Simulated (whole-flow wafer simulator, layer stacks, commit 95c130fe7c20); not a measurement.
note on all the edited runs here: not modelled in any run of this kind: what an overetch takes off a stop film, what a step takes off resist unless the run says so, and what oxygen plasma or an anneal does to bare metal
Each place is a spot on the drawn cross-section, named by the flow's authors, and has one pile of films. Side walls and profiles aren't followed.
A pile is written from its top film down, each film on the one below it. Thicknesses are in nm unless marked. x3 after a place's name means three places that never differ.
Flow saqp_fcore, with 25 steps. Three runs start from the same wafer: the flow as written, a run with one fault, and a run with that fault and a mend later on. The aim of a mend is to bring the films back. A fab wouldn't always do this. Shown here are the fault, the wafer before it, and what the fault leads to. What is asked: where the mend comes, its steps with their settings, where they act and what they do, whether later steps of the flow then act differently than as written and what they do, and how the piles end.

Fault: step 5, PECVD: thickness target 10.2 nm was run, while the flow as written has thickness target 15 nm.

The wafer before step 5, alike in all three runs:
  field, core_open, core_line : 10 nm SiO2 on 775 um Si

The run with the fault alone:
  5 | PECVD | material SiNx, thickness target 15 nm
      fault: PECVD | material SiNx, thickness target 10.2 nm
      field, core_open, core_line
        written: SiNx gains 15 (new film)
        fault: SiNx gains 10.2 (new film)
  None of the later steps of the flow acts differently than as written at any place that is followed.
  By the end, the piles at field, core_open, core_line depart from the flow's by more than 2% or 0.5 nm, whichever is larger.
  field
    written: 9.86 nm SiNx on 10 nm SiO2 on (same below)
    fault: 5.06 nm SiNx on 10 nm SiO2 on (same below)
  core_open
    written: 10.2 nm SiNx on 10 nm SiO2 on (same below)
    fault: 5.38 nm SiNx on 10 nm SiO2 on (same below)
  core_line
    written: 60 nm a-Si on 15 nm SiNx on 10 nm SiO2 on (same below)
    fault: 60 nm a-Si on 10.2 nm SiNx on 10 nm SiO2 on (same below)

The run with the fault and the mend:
  After step 5 comes the mend.
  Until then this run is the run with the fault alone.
  5a | ETCH | chemistry h3po4, depth target 11.73 nm
      field, core_open, core_line
        SiNx loses 10.2 (all of it)
  5b | PECVD | material SiNx, thickness target 15 nm (the flow's step 5, run once more)
      field, core_open, core_line
        SiNx gains 15 (new film)
  None of the later steps of the flow acts differently than as written at any place that is followed.
  By the end, the piles equal the flow's at every place that both follow.
